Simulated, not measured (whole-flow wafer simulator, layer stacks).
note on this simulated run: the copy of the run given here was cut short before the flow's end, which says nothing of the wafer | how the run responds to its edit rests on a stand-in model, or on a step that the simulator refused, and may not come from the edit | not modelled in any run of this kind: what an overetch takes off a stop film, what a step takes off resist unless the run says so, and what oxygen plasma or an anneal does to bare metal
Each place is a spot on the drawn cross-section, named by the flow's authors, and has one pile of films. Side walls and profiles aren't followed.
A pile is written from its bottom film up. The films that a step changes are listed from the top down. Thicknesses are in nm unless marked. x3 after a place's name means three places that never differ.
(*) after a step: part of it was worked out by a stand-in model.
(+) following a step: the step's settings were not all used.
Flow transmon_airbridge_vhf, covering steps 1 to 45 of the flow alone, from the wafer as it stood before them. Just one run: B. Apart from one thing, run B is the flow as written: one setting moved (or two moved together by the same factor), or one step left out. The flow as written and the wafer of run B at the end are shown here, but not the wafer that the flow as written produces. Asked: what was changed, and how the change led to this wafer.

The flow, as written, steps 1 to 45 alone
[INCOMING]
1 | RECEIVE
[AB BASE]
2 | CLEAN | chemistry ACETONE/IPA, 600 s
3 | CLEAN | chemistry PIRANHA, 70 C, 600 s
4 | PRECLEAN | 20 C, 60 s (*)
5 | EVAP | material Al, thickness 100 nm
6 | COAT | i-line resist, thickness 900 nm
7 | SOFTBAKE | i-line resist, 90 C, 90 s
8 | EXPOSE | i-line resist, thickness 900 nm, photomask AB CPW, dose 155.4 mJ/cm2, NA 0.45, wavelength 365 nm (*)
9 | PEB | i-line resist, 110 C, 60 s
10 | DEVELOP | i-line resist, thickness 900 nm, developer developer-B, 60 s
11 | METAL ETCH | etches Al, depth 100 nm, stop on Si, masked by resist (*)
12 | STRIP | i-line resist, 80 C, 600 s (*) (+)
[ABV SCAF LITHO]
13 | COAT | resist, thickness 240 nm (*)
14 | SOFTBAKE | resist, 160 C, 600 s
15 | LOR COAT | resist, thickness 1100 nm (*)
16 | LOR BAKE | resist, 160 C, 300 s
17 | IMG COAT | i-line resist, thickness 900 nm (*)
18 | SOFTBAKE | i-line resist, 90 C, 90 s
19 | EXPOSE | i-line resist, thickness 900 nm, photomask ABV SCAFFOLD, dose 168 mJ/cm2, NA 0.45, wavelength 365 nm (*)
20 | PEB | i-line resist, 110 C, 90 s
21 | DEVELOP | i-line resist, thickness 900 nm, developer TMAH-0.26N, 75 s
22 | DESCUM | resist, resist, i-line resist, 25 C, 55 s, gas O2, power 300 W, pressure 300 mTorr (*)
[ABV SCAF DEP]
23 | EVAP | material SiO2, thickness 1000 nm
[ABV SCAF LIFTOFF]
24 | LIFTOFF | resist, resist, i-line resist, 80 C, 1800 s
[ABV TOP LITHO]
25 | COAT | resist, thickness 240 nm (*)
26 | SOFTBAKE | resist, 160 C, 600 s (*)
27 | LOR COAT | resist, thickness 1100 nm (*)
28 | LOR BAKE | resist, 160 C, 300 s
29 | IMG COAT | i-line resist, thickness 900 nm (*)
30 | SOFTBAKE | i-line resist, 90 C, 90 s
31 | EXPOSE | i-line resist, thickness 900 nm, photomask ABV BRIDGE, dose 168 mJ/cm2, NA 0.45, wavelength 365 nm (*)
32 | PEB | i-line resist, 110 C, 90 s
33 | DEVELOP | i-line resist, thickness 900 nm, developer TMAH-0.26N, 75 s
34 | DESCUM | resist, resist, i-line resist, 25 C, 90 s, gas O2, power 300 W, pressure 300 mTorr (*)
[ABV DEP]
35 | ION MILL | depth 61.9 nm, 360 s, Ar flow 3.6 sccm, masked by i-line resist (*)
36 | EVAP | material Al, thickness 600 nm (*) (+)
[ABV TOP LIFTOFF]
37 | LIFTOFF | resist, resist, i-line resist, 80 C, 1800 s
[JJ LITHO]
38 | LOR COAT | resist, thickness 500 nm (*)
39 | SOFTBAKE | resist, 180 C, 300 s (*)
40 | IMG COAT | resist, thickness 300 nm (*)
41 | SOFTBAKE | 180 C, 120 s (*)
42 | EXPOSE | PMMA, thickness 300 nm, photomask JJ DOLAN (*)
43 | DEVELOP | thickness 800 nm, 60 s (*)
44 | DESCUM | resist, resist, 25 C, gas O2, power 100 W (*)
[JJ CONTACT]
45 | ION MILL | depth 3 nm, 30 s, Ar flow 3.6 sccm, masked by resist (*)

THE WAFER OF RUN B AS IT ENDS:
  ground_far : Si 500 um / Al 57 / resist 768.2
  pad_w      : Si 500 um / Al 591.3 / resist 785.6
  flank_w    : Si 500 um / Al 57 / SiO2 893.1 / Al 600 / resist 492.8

Cause: step 5, EVAP: thickness 57 nm was run, whereas the flow has thickness 100 nm.
The wafer itself shows it: ground_far has Al 57, and step 5 as written asks for 100 nm.

The path from the change to this, step by step:
  5 | EVAP | material Al, thickness 100 nm
      field x3, jj_line, ground_far and 12 more: Al gains 57 (new film) (it would be, as written: Al gains 100 (new film))
  11 | METAL ETCH | etches Al, depth 100 nm, stop on Si, masked by resist (*)
      ground_far, pad_w, flank_w and 8 more: i-line resist loses 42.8 (it would be, as written: i-line resist loses 50)
      field x3, jj_line, gap_w, gap_e: Al loses 57 (all of it) (it would be, as written: Al loses 100 (all of it))
  13 | COAT | resist, thickness 240 nm (*)
      flank_w, flank_e: resist gains 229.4 (new film) (it would be, as written: resist gains 222.3 (new film))
  22 | DESCUM | resist, resist, i-line resist, 25 C, 55 s, gas O2, power 300 W, pressure 300 mTorr (*)
      flank_w, flank_e: resist loses 229.4 (all of it) (it would be, as written: resist loses 222.3 (all of it))
  25 | COAT | resist, thickness 240 nm (*)
      flank_w, flank_e: resist gains 157.5 (new film) (it would be, as written: resist gains 152.6 (new film))
      gap_w, gap_e: resist gains 206.1 (new film) (it would be, as written: resist gains 210.7 (new film))
  34 | DESCUM | resist, resist, i-line resist, 25 C, 90 s, gas O2, power 300 W, pressure 300 mTorr (*)
      flank_w, flank_e: resist loses 157.5 (all of it) (it would be, as written: resist loses 152.6 (all of it))
      gap_w, gap_e: resist loses 206.1 (all of it) (it would be, as written: resist loses 210.7 (all of it))
  35 | ION MILL | depth 61.9 nm, 360 s, Ar flow 3.6 sccm, masked by i-line resist (*)
      pad_w, pad_e: Al loses 57 (all of it), Si loses 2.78 (it would be, as written: Al loses 61.9)
  36 | EVAP | material Al, thickness 600 nm (*) (+)
      pad_w, pad_e: Al gains 591.3 (new film) (it would be, as written: Al gains 591.2)
  40 | IMG COAT | resist, thickness 300 nm (*)
      flank_w, flank_e: resist gains 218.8 (it would be, as written: resist gains 212.1)
